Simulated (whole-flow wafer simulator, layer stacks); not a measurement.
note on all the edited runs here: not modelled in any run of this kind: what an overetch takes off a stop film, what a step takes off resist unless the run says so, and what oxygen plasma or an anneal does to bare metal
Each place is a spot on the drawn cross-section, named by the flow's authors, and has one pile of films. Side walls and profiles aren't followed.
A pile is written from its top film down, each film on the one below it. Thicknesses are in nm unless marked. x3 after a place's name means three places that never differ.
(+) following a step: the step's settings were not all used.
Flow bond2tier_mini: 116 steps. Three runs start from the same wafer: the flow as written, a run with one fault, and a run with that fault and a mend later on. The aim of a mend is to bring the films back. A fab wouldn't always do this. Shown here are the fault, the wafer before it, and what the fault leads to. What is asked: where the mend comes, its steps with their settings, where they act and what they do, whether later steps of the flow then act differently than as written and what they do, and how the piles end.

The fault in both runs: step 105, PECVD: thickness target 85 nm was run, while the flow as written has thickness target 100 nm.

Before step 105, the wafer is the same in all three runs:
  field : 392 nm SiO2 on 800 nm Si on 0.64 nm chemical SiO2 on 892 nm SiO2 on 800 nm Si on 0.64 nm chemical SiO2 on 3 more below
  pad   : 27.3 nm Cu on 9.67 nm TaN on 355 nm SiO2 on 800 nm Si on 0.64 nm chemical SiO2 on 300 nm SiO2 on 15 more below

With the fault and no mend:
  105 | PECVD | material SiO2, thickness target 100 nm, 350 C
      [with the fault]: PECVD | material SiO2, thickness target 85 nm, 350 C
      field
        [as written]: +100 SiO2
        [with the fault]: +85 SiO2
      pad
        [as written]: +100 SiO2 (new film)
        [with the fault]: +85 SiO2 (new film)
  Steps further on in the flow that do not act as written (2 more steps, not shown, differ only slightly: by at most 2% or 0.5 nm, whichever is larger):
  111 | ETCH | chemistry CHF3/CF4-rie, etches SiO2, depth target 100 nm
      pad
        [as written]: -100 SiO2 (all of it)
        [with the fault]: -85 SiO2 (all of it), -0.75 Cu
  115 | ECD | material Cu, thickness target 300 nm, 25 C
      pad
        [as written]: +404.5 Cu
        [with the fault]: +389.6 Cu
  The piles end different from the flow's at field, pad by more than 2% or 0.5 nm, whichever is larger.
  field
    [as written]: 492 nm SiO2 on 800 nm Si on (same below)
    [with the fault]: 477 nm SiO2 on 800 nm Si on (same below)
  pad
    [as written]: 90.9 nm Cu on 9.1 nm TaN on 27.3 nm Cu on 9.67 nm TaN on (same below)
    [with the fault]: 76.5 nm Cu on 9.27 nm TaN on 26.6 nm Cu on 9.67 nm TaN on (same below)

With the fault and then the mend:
  The mend stands after step 110.
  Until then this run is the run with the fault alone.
  110a | STRIP | chemistry O2, over-ash 100% (+)
      field
        -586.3 KrF resist (all of it)
  110b | PECVD | material SiO2, thickness target 15 nm, 350 C (the flow's step 105 again, with other settings)
      field, pad
        +15 SiO2
  110c | COAT | KrF resist, thickness 600 nm (the flow's step 106 again)
      field, pad
        +600 KrF resist (new film)
  110d | SOFTBAKE | KrF resist (the flow's step 107 again)
      leaves every film unchanged at each place that is followed
  110e | EXPOSE | photomask T3PAD, NA 0.6 (the flow's step 108 again)
      leaves every film unchanged at each place that is followed
  110f | PEB | KrF resist (the flow's step 109 again)
      leaves every film unchanged at each place that is followed
  110g | DEVELOP | developer TMAH-0.26N, 60 s (the flow's step 110 again)
      field
        -13.7 KrF resist
      pad
        -600 KrF resist (all of it)
  Later steps of the flow that are run all act as written at every place that is followed.
  At every place that both follow, the piles at the end match the flow's.
